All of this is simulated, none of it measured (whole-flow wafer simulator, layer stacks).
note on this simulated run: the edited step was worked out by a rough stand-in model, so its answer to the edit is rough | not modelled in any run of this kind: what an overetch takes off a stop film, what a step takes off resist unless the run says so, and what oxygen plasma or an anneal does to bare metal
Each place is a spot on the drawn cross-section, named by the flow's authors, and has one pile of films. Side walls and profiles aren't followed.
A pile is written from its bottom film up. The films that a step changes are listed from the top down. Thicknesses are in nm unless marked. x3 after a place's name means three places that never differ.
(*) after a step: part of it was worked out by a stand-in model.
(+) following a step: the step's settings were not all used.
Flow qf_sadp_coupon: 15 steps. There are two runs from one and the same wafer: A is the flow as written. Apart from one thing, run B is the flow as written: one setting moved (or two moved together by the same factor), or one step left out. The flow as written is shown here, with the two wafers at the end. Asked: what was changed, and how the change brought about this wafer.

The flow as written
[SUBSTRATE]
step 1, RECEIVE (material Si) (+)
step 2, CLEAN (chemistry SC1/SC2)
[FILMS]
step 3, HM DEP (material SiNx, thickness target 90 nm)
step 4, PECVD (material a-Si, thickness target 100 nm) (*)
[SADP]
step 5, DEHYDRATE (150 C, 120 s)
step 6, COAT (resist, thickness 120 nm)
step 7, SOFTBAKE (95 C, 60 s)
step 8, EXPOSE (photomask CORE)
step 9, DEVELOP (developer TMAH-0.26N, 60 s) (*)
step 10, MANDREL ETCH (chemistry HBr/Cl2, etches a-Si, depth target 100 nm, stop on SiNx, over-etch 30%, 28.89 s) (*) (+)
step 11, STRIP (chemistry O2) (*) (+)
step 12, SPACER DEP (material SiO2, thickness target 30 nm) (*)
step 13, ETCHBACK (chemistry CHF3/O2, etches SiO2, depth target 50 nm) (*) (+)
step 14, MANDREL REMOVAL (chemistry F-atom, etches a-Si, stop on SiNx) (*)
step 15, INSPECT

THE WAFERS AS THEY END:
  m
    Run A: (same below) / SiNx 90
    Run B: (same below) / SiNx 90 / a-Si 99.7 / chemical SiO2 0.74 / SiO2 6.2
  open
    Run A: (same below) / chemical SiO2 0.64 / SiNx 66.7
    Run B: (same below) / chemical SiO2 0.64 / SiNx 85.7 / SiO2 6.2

The reason: step 13, ETCHBACK: depth target 23.8 nm was run, while the flow as written has depth target 50 nm.

The path from the change to this, step by step:
  step 13, ETCHBACK (chemistry CHF3/O2, etches SiO2, depth target 50 nm) (*) (+)
      m: A SiO2 loses 30 (all of it), chemical SiO2 loses 0.74 (all of it), a-Si loses 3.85 | B SiO2 loses 23.8
      open: A SiO2 loses 30 (all of it), SiNx loses 19 | B SiO2 loses 23.8
  step 14, MANDREL REMOVAL (chemistry F-atom, etches a-Si, stop on SiNx) (*)
      m: A a-Si loses 95.8 (all of it) | B nothing
